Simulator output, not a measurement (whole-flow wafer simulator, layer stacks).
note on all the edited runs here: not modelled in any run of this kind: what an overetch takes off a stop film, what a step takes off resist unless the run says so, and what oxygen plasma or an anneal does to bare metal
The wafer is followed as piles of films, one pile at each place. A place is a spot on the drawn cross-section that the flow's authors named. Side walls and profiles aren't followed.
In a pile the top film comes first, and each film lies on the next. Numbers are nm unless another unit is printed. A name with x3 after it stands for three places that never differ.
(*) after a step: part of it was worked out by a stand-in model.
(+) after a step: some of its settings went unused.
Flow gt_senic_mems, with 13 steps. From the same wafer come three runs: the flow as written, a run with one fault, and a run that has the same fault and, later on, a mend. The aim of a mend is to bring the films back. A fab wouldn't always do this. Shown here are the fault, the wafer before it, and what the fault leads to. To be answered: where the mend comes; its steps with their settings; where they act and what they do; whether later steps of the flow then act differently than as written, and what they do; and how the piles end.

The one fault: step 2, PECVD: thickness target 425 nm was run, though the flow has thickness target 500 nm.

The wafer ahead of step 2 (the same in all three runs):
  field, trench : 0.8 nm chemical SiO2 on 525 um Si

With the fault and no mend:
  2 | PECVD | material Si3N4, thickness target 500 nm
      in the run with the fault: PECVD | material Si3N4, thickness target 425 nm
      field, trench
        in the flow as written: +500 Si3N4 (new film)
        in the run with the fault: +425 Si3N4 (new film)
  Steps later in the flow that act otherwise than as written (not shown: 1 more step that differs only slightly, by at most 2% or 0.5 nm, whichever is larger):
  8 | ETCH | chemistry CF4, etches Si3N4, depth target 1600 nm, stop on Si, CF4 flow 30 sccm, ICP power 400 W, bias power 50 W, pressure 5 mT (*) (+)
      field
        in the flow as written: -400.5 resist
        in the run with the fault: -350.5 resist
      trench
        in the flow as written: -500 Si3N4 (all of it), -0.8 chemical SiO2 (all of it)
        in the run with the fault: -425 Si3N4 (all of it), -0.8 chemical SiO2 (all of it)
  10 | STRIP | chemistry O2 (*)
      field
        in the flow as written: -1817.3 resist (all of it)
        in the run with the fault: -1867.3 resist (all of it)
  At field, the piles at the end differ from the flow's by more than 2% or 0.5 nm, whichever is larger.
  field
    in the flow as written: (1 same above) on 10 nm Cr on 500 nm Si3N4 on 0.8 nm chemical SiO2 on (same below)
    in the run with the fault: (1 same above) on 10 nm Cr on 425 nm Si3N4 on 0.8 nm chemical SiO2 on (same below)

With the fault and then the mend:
  The mend follows step 2.
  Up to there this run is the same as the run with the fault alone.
  2a | PECVD | material Si3N4, thickness target 75 nm (the flow's step 2 again, with other settings)
      field, trench
        +75 Si3N4
  Every later step of the flow that is run acts as written at every place that is followed.
  At every place that both follow, the piles at the end match the flow's.
